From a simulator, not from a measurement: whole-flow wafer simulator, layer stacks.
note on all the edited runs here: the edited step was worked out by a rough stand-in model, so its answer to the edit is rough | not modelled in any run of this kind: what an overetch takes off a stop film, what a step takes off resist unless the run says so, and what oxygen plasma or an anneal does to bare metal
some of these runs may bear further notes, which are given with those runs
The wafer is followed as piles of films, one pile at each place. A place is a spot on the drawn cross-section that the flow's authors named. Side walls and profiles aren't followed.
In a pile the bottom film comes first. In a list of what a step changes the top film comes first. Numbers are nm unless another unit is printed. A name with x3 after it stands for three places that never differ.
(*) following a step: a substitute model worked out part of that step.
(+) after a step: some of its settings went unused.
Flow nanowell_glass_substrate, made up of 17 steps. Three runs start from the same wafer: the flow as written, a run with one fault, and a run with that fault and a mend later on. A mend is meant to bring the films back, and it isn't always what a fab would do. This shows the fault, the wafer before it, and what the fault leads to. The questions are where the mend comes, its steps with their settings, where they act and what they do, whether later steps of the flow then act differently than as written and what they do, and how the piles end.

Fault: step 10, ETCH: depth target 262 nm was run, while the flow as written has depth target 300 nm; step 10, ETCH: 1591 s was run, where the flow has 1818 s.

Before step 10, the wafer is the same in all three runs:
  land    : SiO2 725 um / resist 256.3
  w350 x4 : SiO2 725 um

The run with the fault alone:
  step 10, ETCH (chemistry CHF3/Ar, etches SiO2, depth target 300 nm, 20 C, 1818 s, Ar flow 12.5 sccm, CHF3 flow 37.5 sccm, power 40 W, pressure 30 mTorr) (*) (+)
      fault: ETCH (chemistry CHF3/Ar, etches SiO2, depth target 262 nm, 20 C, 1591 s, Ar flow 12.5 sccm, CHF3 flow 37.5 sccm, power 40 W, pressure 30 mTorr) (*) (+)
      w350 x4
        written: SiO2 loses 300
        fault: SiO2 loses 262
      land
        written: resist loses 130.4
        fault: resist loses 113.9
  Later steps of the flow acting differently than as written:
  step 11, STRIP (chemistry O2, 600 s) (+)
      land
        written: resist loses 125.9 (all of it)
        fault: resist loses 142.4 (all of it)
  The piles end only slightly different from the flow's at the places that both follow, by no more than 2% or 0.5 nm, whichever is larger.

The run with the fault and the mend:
  The mend follows step 10.
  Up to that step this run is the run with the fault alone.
  step 10a, ETCH (chemistry CHF3/Ar, etches SiO2, depth target 38 nm, 20 C, 230.3 s, Ar flow 12.5 sccm, CHF3 flow 37.5 sccm, power 40 W, pressure 30 mTorr) (*) (+) (a further turn of the flow's step 10, with different settings)
      w350 x4
        SiO2 loses 38
      land
        resist loses 16.5
  Every later step of the flow that is run acts as written at every place that is followed.
  The piles end the same as the flow's at every place that both follow.
